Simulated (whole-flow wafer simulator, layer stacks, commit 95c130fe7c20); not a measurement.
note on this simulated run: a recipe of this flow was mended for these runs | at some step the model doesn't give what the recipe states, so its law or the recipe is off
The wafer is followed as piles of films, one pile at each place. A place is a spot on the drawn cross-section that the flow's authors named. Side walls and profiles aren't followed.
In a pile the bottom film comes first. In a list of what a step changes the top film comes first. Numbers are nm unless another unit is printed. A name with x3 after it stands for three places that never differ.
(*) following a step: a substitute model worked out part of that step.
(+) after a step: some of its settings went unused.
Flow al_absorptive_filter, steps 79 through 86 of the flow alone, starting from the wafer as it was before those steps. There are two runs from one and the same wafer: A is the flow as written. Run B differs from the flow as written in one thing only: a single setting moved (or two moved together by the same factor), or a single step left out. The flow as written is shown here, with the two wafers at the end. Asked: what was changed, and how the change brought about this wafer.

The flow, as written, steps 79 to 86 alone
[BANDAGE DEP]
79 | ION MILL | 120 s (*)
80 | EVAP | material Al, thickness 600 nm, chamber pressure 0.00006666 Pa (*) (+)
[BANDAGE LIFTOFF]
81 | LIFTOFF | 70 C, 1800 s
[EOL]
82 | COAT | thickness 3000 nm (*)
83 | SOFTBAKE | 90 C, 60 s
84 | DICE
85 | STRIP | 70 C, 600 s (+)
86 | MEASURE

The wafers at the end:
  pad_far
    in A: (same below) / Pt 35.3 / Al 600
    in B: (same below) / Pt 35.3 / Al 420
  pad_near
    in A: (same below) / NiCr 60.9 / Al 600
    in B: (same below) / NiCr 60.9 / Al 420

What caused this: step 80, EVAP: thickness 420 nm was run, while the flow as written has thickness 600 nm.
The wafer itself shows it: pad_far has Al 420, and step 80 as written asks for 600 nm.

Step by step, how the change led to this:
  80 | EVAP | material Al, thickness 600 nm, chamber pressure 0.00006666 Pa (*) (+)
      gnd, pad_far, pad_near and 11 more: A +600 Al (new film) | B +420 Al (new film)
  81 | LIFTOFF | 70 C, 1800 s
      xa_field, xl_land, idc_field: A -600 Al (all of it), -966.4 i-line-resist (all of it), -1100 lift-off-underlayer (all of it), -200 acrylic-e-beam-resist (all of it) | B -420 Al (all of it), -966.4 i-line-resist (all of it), -1100 lift-off-underlayer (all of it), -200 acrylic-e-beam-resist (all of it)
      gnd: A -600 Al (all of it), -968.3 i-line-resist (all of it), -1103.3 lift-off-underlayer (all of it), -200.9 acrylic-e-beam-resist (all of it) | B -420 Al (all of it), -968.3 i-line-resist (all of it), -1103.3 lift-off-underlayer (all of it), -200.9 acrylic-e-beam-resist (all of it)
      (as well as at 8 more places)
  82 | COAT | thickness 3000 nm (*)
      pad_far: A +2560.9 i-line-resist (new film) | B +2692.3 i-line-resist (new film)
      pad_near: A +2480.3 i-line-resist (new film) | B +2614 i-line-resist (new film)
  83 | SOFTBAKE | 90 C, 60 s
      gnd: A +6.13 i-line-resist | B +4.43 i-line-resist
      pad_far: A -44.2 i-line-resist | B -30.2 i-line-resist
      (as well as at 2 more places)
  85 | STRIP | 70 C, 600 s (+)
      pad_far: A -2516.7 i-line-resist (all of it) | B -2662.1 i-line-resist (all of it)
      pad_near: A -2439.3 i-line-resist (all of it) | B -2585.4 i-line-resist (all of it)
